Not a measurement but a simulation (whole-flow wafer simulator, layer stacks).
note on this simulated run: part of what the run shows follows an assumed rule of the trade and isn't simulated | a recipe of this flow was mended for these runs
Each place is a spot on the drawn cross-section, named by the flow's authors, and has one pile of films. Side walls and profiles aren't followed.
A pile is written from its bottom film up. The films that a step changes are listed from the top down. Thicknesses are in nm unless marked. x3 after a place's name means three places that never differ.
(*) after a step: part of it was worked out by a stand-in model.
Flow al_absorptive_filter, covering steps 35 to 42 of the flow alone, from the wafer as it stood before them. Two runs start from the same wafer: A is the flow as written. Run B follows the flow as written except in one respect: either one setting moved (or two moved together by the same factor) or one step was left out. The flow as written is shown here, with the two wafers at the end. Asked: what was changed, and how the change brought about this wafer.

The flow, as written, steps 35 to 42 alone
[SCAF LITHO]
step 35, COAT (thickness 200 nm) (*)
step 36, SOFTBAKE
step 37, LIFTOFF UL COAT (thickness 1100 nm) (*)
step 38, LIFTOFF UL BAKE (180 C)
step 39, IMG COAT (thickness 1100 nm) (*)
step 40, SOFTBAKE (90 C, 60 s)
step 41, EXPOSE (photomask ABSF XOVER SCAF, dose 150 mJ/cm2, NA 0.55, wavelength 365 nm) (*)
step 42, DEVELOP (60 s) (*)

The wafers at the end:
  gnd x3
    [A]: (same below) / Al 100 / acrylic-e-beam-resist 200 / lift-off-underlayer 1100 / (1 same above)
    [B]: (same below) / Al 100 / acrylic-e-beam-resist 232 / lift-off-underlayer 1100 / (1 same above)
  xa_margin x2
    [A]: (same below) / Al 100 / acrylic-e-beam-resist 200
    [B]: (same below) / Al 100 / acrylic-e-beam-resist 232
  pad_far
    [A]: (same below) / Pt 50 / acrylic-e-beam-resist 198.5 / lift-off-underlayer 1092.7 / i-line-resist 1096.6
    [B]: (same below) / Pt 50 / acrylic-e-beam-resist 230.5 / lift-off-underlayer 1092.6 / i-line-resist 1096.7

The reason: step 35, COAT: thickness 232 nm was run, whereas the flow has thickness 200 nm.
The wafer lets one read it off: gnd x3 has acrylic-e-beam-resist 232, and step 35 as written asks for 200 nm.

Step by step, how the change led to this:
  step 35, COAT (thickness 200 nm) (*)
      gnd x3, xa_margin x2, idc_field: A acrylic-e-beam-resist gains 200 (new film) | B acrylic-e-beam-resist gains 232 (new film)
      pad_far: A acrylic-e-beam-resist gains 198.5 (new film) | B acrylic-e-beam-resist gains 230.5 (new film)
      (as well as at 7 more places)
